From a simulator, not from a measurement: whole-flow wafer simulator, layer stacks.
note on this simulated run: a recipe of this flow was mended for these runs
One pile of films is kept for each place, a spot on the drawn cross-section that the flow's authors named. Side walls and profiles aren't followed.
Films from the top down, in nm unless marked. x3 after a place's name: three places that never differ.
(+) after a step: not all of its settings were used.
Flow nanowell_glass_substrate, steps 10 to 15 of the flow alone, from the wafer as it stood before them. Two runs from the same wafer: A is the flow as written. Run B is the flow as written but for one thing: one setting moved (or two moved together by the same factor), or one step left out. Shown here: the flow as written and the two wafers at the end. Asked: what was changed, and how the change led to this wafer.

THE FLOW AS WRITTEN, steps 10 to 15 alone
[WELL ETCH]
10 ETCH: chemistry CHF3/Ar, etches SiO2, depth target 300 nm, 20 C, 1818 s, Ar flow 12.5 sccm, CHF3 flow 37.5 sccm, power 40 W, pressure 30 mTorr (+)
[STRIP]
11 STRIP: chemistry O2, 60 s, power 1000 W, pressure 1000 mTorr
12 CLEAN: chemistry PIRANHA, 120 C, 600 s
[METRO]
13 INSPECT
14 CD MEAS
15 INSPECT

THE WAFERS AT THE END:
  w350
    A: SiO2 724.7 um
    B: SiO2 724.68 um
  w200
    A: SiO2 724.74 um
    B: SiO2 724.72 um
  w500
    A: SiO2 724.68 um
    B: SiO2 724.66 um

The cause: step 10, ETCH: depth target 311.5 nm was run, where the flow has depth target 300 nm; step 10, ETCH: 1887 s was run, where the flow has 1818 s.

How the change led to this, step by step:
  10 ETCH: chemistry CHF3/Ar, etches SiO2, depth target 300 nm, 20 C, 1818 s, Ar flow 12.5 sccm, CHF3 flow 37.5 sccm, power 40 W, pressure 30 mTorr (+)
      land: A UV-NIL-ACRYLATE -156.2 | B UV-NIL-ACRYLATE -169.3
      w350: A SiO2 -300 | B SiO2 -323.3
      (and at 3 more places)
  11 STRIP: chemistry O2, 60 s, power 1000 W, pressure 1000 mTorr
      land: A UV-NIL-ACRYLATE -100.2 (all of it) | B UV-NIL-ACRYLATE -87 (all of it)
